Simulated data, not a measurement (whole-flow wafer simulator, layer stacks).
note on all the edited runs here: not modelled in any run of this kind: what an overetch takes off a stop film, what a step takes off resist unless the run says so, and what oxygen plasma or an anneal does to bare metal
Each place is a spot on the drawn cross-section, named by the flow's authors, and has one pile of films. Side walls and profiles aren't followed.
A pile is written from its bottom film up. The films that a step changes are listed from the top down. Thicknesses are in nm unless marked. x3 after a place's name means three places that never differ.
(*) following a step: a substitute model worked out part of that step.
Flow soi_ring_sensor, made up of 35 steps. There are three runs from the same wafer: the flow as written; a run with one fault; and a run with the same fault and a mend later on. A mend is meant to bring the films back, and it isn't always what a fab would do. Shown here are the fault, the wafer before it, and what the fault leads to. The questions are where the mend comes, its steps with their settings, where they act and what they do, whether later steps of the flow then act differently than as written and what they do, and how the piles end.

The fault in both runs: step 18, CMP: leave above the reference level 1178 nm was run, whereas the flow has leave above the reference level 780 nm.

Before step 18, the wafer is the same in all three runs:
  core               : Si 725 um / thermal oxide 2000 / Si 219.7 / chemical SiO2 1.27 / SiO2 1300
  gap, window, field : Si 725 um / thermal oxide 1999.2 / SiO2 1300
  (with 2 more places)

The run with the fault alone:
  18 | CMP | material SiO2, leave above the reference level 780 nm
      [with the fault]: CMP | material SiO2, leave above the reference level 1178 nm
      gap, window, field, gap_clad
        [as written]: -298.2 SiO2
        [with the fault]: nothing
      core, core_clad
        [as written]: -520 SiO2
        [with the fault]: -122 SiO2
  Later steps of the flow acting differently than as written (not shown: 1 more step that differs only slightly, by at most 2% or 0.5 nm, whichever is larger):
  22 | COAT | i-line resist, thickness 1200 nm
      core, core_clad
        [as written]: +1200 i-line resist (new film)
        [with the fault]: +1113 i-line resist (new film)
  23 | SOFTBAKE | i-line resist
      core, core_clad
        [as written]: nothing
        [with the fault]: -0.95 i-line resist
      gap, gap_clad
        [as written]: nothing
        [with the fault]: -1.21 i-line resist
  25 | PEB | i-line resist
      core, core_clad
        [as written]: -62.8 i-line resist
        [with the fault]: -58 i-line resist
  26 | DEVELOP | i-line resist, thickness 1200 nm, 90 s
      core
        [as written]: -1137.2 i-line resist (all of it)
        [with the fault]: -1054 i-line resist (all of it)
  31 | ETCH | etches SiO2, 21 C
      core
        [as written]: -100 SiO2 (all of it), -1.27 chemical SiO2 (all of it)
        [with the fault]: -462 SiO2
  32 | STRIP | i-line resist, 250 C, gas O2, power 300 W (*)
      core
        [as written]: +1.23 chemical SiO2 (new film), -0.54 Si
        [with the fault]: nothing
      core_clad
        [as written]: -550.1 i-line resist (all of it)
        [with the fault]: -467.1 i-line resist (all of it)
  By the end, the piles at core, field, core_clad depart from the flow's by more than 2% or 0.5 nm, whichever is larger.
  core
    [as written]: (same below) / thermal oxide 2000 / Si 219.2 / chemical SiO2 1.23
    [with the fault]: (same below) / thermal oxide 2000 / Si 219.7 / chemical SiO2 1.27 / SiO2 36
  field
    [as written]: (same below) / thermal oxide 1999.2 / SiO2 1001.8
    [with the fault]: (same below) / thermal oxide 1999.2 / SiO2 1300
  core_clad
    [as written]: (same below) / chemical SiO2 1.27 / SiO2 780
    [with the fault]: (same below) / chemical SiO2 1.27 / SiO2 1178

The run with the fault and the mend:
  After step 19 comes the mend.
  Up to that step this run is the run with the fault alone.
  19a | CMP | material SiO2, leave above the reference level 780 nm (the flow's step 18, run once more)
      gap, window, field, gap_clad
        -298.2 SiO2
      core, core_clad
        -398 SiO2
  None of the later steps of the flow acts differently than as written at any place that is followed.
  At every place that both follow, the piles at the end match the flow's.
